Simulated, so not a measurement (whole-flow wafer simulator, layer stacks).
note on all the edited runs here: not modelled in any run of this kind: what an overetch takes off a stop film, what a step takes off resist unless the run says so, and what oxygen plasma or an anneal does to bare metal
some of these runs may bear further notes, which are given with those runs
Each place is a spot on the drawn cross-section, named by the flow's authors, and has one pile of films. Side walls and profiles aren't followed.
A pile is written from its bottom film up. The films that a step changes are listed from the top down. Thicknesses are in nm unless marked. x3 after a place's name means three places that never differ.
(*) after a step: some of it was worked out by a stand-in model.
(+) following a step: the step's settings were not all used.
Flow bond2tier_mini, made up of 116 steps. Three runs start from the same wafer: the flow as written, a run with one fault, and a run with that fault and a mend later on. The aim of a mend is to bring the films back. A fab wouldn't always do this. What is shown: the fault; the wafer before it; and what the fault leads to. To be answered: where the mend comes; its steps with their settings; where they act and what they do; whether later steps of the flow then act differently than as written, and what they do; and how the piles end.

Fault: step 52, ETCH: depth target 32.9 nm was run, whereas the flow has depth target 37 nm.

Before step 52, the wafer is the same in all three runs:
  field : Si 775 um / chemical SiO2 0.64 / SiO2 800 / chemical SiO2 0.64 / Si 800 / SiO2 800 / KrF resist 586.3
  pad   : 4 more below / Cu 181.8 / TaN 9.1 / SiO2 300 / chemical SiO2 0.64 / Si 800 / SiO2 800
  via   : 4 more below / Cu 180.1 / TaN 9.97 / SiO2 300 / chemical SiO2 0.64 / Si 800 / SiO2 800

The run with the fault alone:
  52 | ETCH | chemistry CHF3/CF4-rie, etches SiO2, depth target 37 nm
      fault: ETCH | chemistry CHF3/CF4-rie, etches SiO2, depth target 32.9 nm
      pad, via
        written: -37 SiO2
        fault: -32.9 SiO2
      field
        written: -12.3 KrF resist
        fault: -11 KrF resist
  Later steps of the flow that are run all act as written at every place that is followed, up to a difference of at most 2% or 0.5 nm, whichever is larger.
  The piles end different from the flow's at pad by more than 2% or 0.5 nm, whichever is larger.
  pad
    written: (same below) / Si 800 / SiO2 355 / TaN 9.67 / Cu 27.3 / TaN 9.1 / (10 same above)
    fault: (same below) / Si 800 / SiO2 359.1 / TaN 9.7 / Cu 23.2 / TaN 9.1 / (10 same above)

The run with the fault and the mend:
  The mend follows step 53.
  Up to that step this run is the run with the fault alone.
  53a | COAT | KrF resist, thickness 600 nm (*) (the flow's step 47 again)
      field
        +586 KrF resist (new film)
      pad
        +614.5 KrF resist (new film)
      via
        +612.8 KrF resist (new film)
  53b | SOFTBAKE | KrF resist (the flow's step 48 again)
      does not change any film at any place that is followed
  53c | EXPOSE | photomask T2TRIM, NA 0.6 (the flow's step 49 again)
      does not change any film at any place that is followed
  53d | PEB | KrF resist (the flow's step 50 again)
      does not change any film at any place that is followed
  53e | DEVELOP | developer TMAH-0.26N, 60 s (the flow's step 51 again)
      field
        -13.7 KrF resist
      pad
        -614.5 KrF resist (all of it)
      via
        -612.8 KrF resist (all of it)
  53f | ETCH | chemistry CHF3/CF4-rie, etches SiO2, depth target 4.1 nm (the flow's step 52 again, with other settings)
      pad, via
        -4.1 SiO2
      field
        -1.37 KrF resist
  53g | STRIP | chemistry O2, over-ash 100% (+) (the flow's step 53 again)
      field
        -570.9 KrF resist (all of it)
  Later steps of the flow that are run all act as written at every place that is followed.
  The piles end the same as the flow's at every place that both follow.
